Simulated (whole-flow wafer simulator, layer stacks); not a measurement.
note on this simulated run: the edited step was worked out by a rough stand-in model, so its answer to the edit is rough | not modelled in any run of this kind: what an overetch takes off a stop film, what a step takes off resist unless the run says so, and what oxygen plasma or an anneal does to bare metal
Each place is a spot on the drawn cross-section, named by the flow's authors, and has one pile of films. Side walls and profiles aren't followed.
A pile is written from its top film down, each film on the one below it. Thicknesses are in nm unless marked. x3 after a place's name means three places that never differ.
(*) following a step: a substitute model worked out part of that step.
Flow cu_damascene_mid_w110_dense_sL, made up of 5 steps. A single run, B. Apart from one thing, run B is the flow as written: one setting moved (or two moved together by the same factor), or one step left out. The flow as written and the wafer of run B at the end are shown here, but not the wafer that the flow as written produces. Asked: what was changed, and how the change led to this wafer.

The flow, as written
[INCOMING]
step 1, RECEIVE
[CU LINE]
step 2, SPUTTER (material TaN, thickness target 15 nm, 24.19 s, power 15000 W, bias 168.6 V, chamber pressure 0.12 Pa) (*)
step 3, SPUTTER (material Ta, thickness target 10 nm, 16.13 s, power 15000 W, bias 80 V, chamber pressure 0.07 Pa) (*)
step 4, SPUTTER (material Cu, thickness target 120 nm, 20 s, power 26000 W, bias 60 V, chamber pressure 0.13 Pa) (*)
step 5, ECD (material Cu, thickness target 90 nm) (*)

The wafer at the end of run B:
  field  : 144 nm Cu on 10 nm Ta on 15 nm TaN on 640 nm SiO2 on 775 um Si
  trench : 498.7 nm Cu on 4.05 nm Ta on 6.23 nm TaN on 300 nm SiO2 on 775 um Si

The reason: step 4, SPUTTER: thickness target 54 nm was run, whereas the flow has thickness target 120 nm; step 4, SPUTTER: 9 s was run, where the flow has 20 s.

How this came from the change, step by step:
  step 4, SPUTTER (material Cu, thickness target 120 nm, 20 s, power 26000 W, bias 60 V, chamber pressure 0.13 Pa) (*)
      field: Cu gains 54 (new film) (as written it would have been: Cu gains 120 (new film))
      trench: Cu gains 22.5 (new film) (as written it would have been: Cu gains 49.9 (new film))
  step 5, ECD (material Cu, thickness target 90 nm) (*)
      trench: Cu gains 476.3 (as written it would have been: Cu gains 514.8)
